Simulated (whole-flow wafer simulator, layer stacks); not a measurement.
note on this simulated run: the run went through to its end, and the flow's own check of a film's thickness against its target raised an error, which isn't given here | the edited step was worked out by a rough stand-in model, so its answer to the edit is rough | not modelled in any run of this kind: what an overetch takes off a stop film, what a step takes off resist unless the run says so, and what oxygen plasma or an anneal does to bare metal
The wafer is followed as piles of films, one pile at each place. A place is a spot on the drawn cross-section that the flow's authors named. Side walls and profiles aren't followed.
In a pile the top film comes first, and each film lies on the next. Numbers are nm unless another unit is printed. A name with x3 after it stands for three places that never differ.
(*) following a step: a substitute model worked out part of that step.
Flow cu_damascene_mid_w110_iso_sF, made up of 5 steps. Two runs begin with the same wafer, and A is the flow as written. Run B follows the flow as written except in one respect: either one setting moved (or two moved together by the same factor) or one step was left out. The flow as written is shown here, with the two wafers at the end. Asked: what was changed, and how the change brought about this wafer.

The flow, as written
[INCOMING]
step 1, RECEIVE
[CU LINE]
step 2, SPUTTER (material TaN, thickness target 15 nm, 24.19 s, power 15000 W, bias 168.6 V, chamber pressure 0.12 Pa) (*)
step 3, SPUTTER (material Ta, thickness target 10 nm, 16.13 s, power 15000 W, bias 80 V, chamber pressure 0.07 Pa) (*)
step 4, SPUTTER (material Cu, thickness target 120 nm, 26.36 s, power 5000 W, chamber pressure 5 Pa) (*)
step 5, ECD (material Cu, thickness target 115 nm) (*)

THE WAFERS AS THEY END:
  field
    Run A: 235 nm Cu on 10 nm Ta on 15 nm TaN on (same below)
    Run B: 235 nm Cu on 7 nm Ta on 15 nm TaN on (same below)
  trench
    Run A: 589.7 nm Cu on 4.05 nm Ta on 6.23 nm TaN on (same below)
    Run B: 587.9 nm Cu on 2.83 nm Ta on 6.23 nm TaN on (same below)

What caused this: step 3, SPUTTER: thickness target 7 nm was run, whereas the flow has thickness target 10 nm.
The wafer itself shows it: field has Ta 7, and step 3 as written asks for 10 nm.

How this came from the change, step by step:
  step 3, SPUTTER (material Ta, thickness target 10 nm, 16.13 s, power 15000 W, bias 80 V, chamber pressure 0.07 Pa) (*)
      field: A +10 Ta (new film) | B +7 Ta (new film)
      trench: A +4.05 Ta (new film) | B +2.83 Ta (new film)
